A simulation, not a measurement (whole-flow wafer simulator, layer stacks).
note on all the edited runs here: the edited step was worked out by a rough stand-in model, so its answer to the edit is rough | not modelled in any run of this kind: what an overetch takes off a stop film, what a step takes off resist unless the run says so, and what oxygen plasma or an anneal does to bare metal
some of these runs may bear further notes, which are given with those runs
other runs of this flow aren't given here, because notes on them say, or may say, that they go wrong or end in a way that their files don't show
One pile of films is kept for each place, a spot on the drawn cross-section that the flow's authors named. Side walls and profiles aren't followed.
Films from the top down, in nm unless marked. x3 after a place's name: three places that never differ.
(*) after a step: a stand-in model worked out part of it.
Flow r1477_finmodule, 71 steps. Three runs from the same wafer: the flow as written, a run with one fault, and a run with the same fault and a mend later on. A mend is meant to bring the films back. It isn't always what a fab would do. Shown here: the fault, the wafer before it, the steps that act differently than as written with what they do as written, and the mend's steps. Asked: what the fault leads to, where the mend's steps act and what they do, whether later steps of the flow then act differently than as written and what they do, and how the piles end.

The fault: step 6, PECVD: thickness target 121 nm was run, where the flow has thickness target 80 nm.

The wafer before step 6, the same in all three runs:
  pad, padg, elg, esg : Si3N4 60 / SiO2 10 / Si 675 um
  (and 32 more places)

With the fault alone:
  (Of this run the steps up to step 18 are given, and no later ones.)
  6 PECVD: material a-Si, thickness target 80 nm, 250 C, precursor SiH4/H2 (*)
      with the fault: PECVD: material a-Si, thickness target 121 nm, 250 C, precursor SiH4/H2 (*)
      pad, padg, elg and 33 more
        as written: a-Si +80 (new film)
        with the fault: a-Si +121 (new film)
  Later steps of the flow that act differently than as written:
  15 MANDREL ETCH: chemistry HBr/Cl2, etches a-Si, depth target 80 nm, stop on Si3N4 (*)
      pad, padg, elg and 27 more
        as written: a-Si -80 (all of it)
        with the fault: a-Si -80
  After step 18 the piles differ from the flow's by more than 2% or 0.5 nm, whichever is larger, at pad, padg, elg and 33 more.
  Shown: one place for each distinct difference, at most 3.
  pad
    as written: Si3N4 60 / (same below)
    with the fault: a-Si 41 / Si3N4 60 / (same below)
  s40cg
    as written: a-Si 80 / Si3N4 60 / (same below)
    with the fault: a-Si 121 / Si3N4 60 / (same below)

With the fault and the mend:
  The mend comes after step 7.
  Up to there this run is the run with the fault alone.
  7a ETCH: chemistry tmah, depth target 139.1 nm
      pad, padg, elg and 33 more
        a-Si -121 (all of it)
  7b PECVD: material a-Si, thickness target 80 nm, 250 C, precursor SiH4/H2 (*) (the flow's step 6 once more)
      pad, padg, elg and 33 more
        a-Si +80 (new film)
  No later step of the flow acts differently than as written at any place that is followed.
  At the end the piles are the same as the flow's at every place that both follow.
